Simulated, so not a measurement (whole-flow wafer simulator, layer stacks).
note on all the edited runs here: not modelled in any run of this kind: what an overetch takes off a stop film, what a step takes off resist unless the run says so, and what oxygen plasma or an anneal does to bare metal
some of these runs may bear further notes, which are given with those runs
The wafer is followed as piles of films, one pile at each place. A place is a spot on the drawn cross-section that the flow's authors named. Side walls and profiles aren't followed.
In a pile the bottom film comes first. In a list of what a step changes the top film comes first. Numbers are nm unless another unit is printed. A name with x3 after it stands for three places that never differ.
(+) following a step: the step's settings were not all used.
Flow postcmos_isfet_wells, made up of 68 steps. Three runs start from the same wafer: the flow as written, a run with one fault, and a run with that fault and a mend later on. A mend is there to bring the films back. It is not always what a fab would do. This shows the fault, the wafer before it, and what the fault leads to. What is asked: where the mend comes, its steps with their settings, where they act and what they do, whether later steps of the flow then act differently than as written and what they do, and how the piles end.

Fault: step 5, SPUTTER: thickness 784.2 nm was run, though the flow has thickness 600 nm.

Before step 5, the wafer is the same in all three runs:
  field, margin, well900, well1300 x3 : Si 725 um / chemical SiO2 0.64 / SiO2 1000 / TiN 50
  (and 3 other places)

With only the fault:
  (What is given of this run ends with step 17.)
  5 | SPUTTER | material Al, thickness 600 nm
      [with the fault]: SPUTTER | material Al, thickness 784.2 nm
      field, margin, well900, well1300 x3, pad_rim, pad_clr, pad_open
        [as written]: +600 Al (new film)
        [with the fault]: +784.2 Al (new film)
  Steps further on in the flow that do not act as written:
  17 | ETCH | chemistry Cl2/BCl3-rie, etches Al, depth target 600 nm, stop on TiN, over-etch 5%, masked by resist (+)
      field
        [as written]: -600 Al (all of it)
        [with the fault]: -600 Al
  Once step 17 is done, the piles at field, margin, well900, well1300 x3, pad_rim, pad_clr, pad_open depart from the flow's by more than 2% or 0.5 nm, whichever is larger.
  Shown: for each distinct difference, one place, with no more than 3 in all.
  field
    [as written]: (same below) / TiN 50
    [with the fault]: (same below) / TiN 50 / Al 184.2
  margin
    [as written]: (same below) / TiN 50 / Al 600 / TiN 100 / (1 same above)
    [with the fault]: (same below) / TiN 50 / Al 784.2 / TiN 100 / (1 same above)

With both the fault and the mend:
  The mend stands after step 5.
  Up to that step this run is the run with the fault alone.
  5a | ETCH | chemistry al pan, depth target 901.8 nm
      field, margin, well900, well1300 x3, pad_rim, pad_clr, pad_open
        -784.2 Al (all of it)
  5b | SPUTTER | material Al, thickness 600 nm (a further turn of the flow's step 5)
      field, margin, well900, well1300 x3, pad_rim, pad_clr, pad_open
        +600 Al (new film)
  Later steps of the flow that are run all act as written at every place that is followed.
  The piles end the same as the flow's at every place that both follow.
